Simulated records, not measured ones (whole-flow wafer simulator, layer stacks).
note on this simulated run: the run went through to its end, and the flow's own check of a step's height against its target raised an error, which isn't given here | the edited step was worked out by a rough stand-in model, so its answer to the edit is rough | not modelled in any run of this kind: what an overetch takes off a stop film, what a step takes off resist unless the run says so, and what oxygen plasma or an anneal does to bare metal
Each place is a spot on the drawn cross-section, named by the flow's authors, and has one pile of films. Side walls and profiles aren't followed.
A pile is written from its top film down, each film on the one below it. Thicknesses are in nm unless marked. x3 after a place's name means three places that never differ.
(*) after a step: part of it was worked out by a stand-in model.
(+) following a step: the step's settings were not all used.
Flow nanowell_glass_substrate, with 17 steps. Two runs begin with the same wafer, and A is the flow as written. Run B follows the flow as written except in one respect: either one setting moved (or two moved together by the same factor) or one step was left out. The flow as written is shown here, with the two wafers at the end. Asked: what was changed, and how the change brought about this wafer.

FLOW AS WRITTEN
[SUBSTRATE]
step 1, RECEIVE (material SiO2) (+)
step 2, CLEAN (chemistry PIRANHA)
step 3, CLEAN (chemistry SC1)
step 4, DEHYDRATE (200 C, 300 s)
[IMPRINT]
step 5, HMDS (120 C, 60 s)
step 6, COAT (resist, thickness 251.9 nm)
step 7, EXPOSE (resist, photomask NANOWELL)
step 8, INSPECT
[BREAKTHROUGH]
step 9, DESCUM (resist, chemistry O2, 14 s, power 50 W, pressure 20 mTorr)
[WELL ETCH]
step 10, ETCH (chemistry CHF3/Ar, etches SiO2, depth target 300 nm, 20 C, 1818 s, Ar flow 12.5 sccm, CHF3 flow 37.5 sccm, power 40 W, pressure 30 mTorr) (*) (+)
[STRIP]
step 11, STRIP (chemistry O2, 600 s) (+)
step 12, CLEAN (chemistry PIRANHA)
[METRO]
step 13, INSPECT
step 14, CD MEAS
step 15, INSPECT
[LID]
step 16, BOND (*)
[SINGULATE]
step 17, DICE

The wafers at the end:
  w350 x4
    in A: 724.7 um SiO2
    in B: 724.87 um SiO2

Cause: step 10, ETCH: depth target 131.4 nm was run, while the flow as written has depth target 300 nm; step 10, ETCH: 796.3 s was run, where the flow has 1818 s.

Step by step, how the change led to this:
  step 10, ETCH (chemistry CHF3/Ar, etches SiO2, depth target 300 nm, 20 C, 1818 s, Ar flow 12.5 sccm, CHF3 flow 37.5 sccm, power 40 W, pressure 30 mTorr) (*) (+)
      w350 x4: A -300 SiO2 | B -131.4 SiO2
      land: A -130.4 resist | B -57.1 resist
  step 11, STRIP (chemistry O2, 600 s) (+)
      land: A -125.9 resist (all of it) | B -199.2 resist (all of it)
